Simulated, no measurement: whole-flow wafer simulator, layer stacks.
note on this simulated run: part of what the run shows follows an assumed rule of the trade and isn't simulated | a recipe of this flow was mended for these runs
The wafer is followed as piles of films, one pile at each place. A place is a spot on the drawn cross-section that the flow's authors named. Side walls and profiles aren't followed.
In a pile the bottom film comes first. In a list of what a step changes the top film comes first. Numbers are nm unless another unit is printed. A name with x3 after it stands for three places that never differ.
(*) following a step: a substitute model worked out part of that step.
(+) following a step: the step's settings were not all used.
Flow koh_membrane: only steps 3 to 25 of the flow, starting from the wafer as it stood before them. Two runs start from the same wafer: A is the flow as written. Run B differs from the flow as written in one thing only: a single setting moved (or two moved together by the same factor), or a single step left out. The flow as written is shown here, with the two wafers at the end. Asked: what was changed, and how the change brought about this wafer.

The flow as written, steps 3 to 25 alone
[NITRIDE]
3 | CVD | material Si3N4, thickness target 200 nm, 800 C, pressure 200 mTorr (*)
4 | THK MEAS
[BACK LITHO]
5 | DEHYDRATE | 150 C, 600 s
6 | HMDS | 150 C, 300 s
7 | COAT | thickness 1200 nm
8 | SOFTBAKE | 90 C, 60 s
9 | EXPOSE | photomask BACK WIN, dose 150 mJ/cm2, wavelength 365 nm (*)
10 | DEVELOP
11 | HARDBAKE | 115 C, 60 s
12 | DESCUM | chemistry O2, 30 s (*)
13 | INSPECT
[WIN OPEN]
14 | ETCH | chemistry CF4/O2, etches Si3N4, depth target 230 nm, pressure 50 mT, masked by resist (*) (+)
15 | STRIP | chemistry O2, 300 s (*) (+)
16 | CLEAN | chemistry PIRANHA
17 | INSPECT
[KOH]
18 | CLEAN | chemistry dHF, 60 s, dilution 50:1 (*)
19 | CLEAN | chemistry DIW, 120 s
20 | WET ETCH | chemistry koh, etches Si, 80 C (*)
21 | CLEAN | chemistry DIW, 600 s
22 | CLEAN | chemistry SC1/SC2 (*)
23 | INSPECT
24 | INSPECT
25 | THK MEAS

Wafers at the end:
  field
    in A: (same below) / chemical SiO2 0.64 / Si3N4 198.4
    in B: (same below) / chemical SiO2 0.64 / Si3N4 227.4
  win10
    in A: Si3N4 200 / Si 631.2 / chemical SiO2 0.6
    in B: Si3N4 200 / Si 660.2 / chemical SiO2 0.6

The reason: step 3, CVD: thickness target 229 nm was run, though the flow has thickness target 200 nm.

How this came from the change, step by step:
  3 | CVD | material Si3N4, thickness target 200 nm, 800 C, pressure 200 mTorr (*)
      field, win20 x4, win10: A Si3N4 gains 200 (new film) | B Si3N4 gains 229 (new film)
  14 | ETCH | chemistry CF4/O2, etches Si3N4, depth target 230 nm, pressure 50 mT, masked by resist (*) (+)
      win20 x4, win10: A Si3N4 loses 200 (all of it), chemical SiO2 loses 0.64 (all of it), Si loses 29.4 | B Si3N4 loses 229 (all of it), chemical SiO2 loses 0.64 (all of it), Si loses 0.36
